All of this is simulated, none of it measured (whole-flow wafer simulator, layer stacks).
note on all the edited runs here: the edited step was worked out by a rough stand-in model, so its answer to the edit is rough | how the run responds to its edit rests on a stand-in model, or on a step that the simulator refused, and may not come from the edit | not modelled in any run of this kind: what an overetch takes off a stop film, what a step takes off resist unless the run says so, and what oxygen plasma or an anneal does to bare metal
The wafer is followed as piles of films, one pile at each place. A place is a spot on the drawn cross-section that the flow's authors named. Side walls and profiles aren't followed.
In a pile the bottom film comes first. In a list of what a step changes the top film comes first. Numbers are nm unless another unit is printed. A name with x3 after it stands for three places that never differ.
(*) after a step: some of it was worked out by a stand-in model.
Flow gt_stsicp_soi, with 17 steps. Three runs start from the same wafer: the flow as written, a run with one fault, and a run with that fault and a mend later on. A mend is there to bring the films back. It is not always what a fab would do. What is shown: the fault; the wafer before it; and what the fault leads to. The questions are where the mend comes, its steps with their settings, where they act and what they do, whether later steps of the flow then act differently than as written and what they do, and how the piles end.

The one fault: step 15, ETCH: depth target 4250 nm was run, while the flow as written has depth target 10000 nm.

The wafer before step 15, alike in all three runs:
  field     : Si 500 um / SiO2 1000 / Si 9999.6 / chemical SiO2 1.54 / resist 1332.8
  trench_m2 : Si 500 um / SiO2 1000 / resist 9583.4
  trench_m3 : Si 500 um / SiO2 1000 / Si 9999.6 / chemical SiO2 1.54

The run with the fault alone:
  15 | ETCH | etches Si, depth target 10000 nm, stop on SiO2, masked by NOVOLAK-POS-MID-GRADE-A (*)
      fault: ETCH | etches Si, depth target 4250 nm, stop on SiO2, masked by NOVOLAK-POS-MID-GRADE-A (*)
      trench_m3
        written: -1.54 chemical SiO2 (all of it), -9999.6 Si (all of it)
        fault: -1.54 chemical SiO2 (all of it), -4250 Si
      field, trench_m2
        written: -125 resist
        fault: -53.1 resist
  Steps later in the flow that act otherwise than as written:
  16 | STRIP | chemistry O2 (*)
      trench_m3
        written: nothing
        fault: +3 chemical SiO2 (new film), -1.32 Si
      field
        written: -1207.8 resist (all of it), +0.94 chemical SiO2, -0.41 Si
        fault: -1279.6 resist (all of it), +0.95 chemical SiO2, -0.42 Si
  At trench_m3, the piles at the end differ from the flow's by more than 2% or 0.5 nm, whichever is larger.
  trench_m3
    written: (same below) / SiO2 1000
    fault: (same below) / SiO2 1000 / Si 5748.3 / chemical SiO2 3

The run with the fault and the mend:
  After step 15 comes the mend.
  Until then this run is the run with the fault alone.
  15a | ETCH | etches Si, depth target 5750 nm, stop on SiO2, masked by NOVOLAK-POS-MID-GRADE-A (*) (the flow's step 15 again, with other settings)
      field, trench_m2
        -71.9 resist
      trench_m3
        -5749.6 Si (all of it)
  Every later step of the flow that is run acts as written at every place that is followed.
  At every place that both follow, the piles at the end match the flow's.
